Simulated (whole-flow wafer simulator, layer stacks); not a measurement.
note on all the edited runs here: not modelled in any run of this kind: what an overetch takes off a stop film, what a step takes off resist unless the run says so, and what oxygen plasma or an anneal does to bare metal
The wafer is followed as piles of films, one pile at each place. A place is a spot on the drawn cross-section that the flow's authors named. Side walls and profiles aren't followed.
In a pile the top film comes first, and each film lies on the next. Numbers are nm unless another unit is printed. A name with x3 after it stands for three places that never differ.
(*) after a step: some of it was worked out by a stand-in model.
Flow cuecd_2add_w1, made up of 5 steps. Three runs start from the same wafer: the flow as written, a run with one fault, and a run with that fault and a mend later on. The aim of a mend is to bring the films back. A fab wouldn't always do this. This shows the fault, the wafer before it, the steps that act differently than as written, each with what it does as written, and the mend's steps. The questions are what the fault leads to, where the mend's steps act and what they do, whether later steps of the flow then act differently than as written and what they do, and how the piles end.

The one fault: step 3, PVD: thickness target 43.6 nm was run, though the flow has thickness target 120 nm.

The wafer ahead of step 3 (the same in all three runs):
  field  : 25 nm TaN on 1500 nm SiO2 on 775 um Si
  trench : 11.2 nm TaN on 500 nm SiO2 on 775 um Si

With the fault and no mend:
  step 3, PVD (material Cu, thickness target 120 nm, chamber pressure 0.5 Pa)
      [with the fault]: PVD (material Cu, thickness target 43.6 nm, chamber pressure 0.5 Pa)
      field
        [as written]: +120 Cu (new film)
        [with the fault]: +43.6 Cu (new film)
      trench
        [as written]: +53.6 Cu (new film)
        [with the fault]: +19.9 Cu (new film)
  Later steps of the flow acting differently than as written:
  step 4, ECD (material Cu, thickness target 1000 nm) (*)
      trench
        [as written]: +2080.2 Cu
        [with the fault]: +2037.4 Cu
  By the end, the piles at field, trench depart from the flow's by more than 2% or 0.5 nm, whichever is larger.
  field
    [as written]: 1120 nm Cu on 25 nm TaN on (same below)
    [with the fault]: 1043.6 nm Cu on 25 nm TaN on (same below)
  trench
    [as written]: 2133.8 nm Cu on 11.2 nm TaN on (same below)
    [with the fault]: 2057.4 nm Cu on 11.2 nm TaN on (same below)

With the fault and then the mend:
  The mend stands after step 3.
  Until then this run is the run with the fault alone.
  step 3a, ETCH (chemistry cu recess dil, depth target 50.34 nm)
      field
        -43.6 Cu (all of it)
      trench
        -19.9 Cu (all of it)
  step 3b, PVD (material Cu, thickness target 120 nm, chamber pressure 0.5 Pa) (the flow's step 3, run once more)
      field
        +120 Cu (new film)
      trench
        +53.6 Cu (new film)
  Every later step of the flow that is run acts as written at every place that is followed.
  The piles end the same as the flow's at every place that both follow.
